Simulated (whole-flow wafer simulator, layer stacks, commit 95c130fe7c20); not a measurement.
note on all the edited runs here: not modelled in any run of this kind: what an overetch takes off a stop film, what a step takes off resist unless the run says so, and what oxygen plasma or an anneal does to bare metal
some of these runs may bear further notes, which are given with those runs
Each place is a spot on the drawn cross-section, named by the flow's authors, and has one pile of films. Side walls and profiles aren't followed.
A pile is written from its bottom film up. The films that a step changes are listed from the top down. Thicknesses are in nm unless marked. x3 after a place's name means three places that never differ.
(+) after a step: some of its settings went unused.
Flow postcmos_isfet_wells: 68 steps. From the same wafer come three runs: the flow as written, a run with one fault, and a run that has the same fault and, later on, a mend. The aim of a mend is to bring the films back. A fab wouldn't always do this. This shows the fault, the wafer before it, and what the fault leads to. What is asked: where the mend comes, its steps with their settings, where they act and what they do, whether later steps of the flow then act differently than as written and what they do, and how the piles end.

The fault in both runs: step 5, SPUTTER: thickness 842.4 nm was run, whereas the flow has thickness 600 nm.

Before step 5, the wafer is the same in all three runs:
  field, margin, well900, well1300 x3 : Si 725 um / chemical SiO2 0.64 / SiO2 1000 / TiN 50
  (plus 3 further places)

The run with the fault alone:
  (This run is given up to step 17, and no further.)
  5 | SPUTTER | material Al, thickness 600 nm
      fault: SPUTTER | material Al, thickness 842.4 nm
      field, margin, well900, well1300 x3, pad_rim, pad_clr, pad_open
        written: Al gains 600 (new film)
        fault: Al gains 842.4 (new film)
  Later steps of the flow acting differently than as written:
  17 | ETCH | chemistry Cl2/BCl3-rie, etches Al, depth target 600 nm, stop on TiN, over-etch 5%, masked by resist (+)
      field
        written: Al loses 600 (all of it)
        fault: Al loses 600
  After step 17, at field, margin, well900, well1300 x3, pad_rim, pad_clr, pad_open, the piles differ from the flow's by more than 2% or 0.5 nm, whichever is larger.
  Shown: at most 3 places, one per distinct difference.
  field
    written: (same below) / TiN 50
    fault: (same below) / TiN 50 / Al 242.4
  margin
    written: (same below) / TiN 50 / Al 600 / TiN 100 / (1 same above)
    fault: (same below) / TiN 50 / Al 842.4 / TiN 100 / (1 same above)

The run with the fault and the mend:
  The mend follows step 5.
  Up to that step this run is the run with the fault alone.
  5a | ETCH | chemistry al pan, depth target 242.4 nm
      field, margin, well900, well1300 x3, pad_rim, pad_clr, pad_open
        Al loses 242.4
  None of the later steps of the flow acts differently than as written at any place that is followed.
  At every place that both follow, the piles at the end match the flow's.
